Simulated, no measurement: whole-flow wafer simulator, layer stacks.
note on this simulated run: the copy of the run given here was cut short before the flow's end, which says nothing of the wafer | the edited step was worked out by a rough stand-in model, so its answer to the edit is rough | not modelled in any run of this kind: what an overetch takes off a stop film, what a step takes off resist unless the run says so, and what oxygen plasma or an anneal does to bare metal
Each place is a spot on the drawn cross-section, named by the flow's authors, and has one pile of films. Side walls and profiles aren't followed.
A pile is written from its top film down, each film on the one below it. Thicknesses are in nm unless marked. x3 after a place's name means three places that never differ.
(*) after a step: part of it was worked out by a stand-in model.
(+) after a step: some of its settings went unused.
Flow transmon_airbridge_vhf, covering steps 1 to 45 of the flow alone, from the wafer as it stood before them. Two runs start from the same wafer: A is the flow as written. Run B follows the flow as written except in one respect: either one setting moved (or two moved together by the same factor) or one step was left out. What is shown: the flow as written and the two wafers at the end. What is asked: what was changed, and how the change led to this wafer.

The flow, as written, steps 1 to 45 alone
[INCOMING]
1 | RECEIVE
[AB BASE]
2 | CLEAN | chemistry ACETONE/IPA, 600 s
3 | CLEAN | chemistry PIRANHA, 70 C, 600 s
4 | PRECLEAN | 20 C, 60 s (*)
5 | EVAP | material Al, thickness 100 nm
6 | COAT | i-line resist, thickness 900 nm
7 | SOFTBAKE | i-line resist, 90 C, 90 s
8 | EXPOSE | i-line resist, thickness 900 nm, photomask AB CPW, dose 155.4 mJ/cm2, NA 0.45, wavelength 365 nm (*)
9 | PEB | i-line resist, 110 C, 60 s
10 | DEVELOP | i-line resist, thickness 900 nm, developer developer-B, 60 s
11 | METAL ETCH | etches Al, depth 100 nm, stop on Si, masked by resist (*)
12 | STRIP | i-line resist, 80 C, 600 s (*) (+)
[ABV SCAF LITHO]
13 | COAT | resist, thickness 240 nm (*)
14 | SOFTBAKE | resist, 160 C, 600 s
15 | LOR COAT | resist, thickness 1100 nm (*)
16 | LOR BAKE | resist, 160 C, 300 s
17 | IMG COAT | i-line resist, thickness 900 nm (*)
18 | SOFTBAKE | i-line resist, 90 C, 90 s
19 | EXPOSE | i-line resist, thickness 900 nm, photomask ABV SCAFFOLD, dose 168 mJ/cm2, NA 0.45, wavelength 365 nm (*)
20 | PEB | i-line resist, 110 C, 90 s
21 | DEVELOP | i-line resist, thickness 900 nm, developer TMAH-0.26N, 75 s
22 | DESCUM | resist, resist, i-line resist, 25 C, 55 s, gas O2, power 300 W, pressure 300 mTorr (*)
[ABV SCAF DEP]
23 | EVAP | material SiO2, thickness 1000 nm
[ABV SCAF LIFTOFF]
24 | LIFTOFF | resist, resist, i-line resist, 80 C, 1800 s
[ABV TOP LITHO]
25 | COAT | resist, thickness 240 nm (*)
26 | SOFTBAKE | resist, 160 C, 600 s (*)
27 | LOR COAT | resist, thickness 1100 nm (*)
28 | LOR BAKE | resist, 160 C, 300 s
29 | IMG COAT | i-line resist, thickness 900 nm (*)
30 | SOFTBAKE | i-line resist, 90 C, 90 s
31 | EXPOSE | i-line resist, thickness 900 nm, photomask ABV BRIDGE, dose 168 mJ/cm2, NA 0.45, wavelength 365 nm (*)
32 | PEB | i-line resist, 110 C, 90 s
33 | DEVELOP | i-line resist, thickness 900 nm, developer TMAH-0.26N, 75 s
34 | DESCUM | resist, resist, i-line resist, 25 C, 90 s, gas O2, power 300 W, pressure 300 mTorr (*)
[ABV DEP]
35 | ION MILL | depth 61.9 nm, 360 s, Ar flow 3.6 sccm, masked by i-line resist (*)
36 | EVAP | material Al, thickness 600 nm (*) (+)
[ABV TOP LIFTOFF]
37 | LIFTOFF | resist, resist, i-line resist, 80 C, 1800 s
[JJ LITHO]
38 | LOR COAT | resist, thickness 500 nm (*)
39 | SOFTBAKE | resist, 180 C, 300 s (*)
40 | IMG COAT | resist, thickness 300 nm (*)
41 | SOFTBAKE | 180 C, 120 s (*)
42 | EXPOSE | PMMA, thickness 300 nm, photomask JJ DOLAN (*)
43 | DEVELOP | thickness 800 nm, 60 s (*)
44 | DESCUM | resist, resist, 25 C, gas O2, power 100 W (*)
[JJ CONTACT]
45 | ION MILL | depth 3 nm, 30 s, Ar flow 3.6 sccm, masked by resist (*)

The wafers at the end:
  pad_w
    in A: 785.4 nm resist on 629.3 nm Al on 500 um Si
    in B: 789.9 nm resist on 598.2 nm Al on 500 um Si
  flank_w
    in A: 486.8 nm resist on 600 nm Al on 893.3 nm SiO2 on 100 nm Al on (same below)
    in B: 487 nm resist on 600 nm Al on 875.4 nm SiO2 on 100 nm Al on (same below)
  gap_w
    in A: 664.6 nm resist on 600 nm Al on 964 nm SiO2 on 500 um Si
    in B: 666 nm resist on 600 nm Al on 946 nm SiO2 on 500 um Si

The reason: step 35, ION MILL: depth 92.8 nm was run, though the flow has depth 61.9 nm; step 35, ION MILL: 540 s was run, where the flow has 360 s.

Step by step, how the change led to this:
  35 | ION MILL | depth 61.9 nm, 360 s, Ar flow 3.6 sccm, masked by i-line resist (*)
      field x3, jj_line, ground_far, trace_open_s x2, margin_s, margin_n: A i-line resist loses 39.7 | B i-line resist loses 59.6
      flank_w, gap_w, cpw_trace, gap_e, flank_e, bridge_strip: A SiO2 loses 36 | B SiO2 loses 54
      (as well as at 2 more places)
  37 | LIFTOFF | resist, resist, i-line resist, 80 C, 1800 s
      field x3, jj_line, trace_open_s x2: A Al loses 600 (all of it), i-line resist loses 600 (all of it), resist loses 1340 (all of it) | B Al loses 600 (all of it), i-line resist loses 580.1 (all of it), resist loses 1340 (all of it)
      margin_s, margin_n: A Al loses 600 (all of it), i-line resist loses 318.3 (all of it), resist loses 992 (all of it) | B Al loses 600 (all of it), i-line resist loses 298.4 (all of it), resist loses 992 (all of it)
      (as well as at 1 more place)
